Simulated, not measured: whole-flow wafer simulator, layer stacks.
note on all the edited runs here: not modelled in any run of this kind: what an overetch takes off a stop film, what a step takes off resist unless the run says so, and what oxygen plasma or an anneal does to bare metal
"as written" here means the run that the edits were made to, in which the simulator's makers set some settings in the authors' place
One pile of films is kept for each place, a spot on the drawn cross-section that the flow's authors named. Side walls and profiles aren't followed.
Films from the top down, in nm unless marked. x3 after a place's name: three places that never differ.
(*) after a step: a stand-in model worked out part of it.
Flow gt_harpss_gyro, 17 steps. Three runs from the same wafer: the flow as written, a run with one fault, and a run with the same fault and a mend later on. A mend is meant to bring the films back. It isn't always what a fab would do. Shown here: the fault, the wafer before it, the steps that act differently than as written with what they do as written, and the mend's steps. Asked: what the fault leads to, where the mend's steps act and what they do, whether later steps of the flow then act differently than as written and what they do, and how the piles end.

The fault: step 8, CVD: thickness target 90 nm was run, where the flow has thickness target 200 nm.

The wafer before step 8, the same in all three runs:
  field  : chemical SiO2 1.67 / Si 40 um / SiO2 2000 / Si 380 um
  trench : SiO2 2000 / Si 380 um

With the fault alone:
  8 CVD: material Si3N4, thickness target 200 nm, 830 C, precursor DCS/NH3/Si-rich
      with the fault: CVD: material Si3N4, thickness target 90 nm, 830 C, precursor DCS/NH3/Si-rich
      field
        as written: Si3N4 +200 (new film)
        with the fault: Si3N4 +90 (new film)
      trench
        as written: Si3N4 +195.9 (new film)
        with the fault: Si3N4 +88.3 (new film)
  Later steps of the flow that act differently than as written:
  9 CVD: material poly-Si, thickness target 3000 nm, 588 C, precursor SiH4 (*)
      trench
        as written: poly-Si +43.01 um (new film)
        with the fault: poly-Si +43 um (new film)
  At the end the piles differ from the flow's by more than 2% or 0.5 nm, whichever is larger, at field, trench.
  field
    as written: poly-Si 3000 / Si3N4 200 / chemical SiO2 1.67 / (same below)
    with the fault: poly-Si 3000 / Si3N4 90 / chemical SiO2 1.67 / (same below)
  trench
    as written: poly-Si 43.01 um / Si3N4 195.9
    with the fault: poly-Si 43 um / Si3N4 88.3

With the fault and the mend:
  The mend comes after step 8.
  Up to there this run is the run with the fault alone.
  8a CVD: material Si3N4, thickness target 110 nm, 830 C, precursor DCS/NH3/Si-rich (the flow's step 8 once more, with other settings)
      field
        Si3N4 +110
      trench
        Si3N4 +107.5
  No later step of the flow acts differently than as written at any place that is followed.
  At the end the piles differ from the flow's only slightly at the places that both follow, by at most 2% or 0.5 nm, whichever is larger.
